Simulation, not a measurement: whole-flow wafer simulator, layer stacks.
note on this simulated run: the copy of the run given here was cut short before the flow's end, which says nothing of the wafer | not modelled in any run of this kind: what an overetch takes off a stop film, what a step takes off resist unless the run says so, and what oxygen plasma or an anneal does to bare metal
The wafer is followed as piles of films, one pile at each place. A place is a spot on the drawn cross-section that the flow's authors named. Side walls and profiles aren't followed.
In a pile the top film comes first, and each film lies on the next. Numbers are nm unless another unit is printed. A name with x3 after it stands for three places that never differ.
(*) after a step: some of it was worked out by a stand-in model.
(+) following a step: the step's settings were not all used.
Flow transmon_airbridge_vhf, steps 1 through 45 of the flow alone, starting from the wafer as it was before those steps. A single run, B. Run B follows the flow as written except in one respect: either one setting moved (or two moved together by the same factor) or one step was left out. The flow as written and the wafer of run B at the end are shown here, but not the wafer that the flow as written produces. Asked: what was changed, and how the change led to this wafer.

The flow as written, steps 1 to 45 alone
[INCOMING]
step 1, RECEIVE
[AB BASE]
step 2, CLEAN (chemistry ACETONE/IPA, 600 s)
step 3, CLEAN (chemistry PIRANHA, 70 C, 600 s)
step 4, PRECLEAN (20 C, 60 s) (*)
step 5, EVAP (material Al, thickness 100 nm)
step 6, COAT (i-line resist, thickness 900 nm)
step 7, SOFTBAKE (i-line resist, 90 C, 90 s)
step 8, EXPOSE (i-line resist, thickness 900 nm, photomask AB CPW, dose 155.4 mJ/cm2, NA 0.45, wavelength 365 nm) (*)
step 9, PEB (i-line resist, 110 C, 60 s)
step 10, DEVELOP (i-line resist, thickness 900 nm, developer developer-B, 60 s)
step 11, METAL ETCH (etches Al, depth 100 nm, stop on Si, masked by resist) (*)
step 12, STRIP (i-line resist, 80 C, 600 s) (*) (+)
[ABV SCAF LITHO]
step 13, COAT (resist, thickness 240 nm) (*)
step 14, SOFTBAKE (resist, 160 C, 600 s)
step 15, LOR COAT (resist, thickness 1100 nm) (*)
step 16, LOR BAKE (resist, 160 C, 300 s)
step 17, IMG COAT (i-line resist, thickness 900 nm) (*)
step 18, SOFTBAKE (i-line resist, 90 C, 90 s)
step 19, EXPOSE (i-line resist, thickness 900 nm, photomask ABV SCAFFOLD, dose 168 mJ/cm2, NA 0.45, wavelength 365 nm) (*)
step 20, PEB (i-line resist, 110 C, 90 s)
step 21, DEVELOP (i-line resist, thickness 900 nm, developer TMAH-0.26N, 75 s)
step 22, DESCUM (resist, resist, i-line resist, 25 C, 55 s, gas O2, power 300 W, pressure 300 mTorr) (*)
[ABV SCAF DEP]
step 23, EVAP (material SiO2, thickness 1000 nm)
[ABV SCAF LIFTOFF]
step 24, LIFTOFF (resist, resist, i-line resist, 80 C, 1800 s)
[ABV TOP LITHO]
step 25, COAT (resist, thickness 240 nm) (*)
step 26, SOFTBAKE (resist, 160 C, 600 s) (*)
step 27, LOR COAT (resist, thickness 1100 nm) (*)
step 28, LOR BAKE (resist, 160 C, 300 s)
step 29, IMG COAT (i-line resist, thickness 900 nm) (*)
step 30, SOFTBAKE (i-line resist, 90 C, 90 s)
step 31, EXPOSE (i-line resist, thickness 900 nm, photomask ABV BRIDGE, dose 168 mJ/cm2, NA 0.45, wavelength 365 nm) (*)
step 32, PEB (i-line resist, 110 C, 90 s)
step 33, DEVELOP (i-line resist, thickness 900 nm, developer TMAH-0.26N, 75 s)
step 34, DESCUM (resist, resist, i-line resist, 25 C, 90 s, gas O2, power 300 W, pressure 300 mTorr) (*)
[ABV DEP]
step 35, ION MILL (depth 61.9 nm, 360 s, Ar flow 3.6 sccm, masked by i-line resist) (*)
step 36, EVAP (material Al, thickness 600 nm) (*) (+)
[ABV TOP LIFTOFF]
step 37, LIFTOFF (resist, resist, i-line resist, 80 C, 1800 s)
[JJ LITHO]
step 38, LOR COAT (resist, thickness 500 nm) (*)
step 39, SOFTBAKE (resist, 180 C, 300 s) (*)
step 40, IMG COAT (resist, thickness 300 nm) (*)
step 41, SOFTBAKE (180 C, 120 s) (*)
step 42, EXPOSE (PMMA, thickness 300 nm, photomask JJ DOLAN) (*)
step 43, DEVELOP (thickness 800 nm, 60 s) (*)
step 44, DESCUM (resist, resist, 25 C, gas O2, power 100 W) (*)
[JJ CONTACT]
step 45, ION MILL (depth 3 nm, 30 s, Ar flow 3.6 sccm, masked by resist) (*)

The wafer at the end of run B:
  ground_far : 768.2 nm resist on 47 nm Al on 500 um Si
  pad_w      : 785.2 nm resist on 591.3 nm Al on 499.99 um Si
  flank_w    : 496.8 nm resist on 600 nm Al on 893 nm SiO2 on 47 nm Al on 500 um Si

What caused this: step 5, EVAP: thickness 47 nm was run, though the flow has thickness 100 nm.
The wafer lets one read it off: ground_far has Al 47, and step 5 as written asks for 100 nm.

How this came from the change, step by step:
  step 5, EVAP (material Al, thickness 100 nm)
      field x3, jj_line, ground_far and 12 more: +47 Al (new film) (it would be, as written: +100 Al (new film))
  step 11, METAL ETCH (etches Al, depth 100 nm, stop on Si, masked by resist) (*)
      ground_far, pad_w, flank_w and 8 more: -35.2 i-line resist (it would be, as written: -50 i-line resist)
      field x3, jj_line, gap_w, gap_e: -47 Al (all of it) (it would be, as written: -100 Al (all of it))
  step 13, COAT (resist, thickness 240 nm) (*)
      flank_w, flank_e: +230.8 resist (new film) (it would be, as written: +222.3 resist (new film))
      gap_w, gap_e: +246 resist (new film) (it would be, as written: +251.7 resist (new film))
  step 22, DESCUM (resist, resist, i-line resist, 25 C, 55 s, gas O2, power 300 W, pressure 300 mTorr) (*)
      flank_w, flank_e: -230.8 resist (all of it) (it would be, as written: -222.3 resist (all of it))
      gap_w, gap_e: -246 resist (all of it) (it would be, as written: -251.7 resist (all of it))
  step 25, COAT (resist, thickness 240 nm) (*)
      flank_w, flank_e: +159.1 resist (new film) (it would be, as written: +152.6 resist (new film))
      gap_w, gap_e: +205 resist (new film) (it would be, as written: +210.7 resist (new film))
  step 29, IMG COAT (i-line resist, thickness 900 nm) (*)
      gap_w, gap_e: +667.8 i-line resist (new film) (it would be, as written: +681.7 i-line resist (new film))
  step 32, PEB (i-line resist, 110 C, 90 s)
      gap_w, gap_e: -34 i-line resist (it would be, as written: -34.7 i-line resist)
  step 33, DEVELOP (i-line resist, thickness 900 nm, developer TMAH-0.26N, 75 s)
      gap_w, gap_e: -633.8 i-line resist (all of it), -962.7 resist (it would be, as written: -646.9 i-line resist (all of it), -977.8 resist)
  step 34, DESCUM (resist, resist, i-line resist, 25 C, 90 s, gas O2, power 300 W, pressure 300 mTorr) (*)
      flank_w, flank_e: -159.1 resist (all of it) (it would be, as written: -152.6 resist (all of it))
      gap_w, gap_e: -205 resist (all of it) (it would be, as written: -210.7 resist (all of it))
  step 35, ION MILL (depth 61.9 nm, 360 s, Ar flow 3.6 sccm, masked by i-line resist) (*)
      pad_w, pad_e: -47 Al (all of it), -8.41 Si (it would be, as written: -61.9 Al)
  step 36, EVAP (material Al, thickness 600 nm) (*) (+)
      pad_w, pad_e: +591.3 Al (new film) (it would be, as written: +591.2 Al)
  step 38, LOR COAT (resist, thickness 500 nm) (*)
      gap_w, gap_e: +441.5 resist (new film) (it would be, as written: +450.7 resist (new film))
  step 40, IMG COAT (resist, thickness 300 nm) (*)
      flank_w, flank_e: +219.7 resist (it would be, as written: +212.1 resist)
